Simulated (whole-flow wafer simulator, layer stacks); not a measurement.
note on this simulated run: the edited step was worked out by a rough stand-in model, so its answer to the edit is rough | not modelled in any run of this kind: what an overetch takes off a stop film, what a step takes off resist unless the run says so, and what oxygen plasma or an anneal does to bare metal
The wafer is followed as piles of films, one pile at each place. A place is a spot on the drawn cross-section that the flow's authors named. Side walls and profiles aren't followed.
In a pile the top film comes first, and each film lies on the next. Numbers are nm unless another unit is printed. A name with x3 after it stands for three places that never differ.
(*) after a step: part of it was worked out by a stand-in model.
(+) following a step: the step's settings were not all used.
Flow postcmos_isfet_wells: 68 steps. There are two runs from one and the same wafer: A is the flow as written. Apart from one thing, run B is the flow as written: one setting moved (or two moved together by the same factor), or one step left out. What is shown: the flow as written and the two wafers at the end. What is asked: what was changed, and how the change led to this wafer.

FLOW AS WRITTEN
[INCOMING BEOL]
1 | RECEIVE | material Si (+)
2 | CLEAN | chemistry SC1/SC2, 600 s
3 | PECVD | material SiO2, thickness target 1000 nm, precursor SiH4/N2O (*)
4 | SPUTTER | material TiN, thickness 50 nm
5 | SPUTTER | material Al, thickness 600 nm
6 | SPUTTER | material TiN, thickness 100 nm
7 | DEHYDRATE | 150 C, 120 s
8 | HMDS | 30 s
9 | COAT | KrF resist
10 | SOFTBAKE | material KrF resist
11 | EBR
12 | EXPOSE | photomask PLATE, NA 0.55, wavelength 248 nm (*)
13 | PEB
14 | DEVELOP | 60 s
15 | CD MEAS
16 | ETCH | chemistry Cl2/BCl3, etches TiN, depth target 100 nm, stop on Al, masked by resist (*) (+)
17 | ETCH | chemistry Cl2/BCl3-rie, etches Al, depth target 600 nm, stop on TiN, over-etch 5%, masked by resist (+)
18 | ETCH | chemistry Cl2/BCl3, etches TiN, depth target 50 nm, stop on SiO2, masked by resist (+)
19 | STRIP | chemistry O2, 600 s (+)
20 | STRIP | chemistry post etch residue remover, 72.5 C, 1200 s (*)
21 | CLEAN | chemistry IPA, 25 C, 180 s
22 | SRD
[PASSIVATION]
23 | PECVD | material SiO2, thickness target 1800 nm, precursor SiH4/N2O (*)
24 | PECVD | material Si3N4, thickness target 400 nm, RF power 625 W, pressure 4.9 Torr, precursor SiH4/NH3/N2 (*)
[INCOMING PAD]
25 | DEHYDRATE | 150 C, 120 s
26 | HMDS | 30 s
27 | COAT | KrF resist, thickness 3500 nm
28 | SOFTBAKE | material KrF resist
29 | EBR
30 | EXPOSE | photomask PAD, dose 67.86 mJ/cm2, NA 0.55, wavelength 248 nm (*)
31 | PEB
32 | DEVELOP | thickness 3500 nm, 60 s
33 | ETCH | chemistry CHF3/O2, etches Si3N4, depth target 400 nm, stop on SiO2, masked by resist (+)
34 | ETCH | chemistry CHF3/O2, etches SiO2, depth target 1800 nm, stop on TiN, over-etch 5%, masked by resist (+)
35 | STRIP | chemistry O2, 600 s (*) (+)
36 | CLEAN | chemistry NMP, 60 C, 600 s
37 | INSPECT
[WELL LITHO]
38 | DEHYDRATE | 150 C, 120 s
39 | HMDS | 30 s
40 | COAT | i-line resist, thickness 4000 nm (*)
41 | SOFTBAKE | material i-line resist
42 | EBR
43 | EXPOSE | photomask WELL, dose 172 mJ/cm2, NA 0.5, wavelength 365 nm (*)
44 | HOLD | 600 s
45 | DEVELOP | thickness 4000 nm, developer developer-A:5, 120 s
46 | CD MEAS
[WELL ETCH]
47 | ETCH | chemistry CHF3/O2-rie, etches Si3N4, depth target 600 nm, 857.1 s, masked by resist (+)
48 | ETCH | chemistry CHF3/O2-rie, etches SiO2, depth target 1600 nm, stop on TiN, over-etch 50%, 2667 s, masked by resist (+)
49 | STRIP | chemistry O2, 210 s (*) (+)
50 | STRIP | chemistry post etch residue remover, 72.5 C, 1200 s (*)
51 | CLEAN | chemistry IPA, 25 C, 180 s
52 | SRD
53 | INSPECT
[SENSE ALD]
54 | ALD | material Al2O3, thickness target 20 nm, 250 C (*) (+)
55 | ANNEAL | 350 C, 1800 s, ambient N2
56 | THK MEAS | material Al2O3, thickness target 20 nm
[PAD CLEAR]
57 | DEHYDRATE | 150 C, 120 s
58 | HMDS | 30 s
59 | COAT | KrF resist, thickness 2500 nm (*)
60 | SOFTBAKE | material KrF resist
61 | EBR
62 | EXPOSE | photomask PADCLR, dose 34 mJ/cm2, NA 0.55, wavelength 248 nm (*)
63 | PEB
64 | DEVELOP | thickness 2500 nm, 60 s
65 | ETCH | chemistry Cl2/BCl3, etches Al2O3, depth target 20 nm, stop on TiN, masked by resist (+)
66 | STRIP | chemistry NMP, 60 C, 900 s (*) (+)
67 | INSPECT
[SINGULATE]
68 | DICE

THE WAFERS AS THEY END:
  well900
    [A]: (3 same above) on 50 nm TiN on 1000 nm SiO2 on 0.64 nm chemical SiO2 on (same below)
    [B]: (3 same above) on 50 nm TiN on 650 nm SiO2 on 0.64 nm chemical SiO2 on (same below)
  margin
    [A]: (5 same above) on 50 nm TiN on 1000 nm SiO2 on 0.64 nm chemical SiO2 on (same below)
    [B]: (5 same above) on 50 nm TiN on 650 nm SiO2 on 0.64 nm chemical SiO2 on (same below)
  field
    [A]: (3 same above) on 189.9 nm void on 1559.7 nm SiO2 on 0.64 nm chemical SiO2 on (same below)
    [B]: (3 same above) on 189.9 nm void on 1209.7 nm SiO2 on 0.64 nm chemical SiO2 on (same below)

Cause: step 3, PECVD: thickness target 650 nm was run, while the flow as written has thickness target 1000 nm.
The wafer lets one read it off: well900 has SiO2 650, and step 3 as written asks for 1000 nm.

Step by step, how the change led to this:
  3 | PECVD | material SiO2, thickness target 1000 nm, precursor SiH4/N2O (*)
      field, margin, well900, well1300 x3, pad_rim, pad_clr, pad_open: A +1000 SiO2 (new film) | B +650 SiO2 (new film)
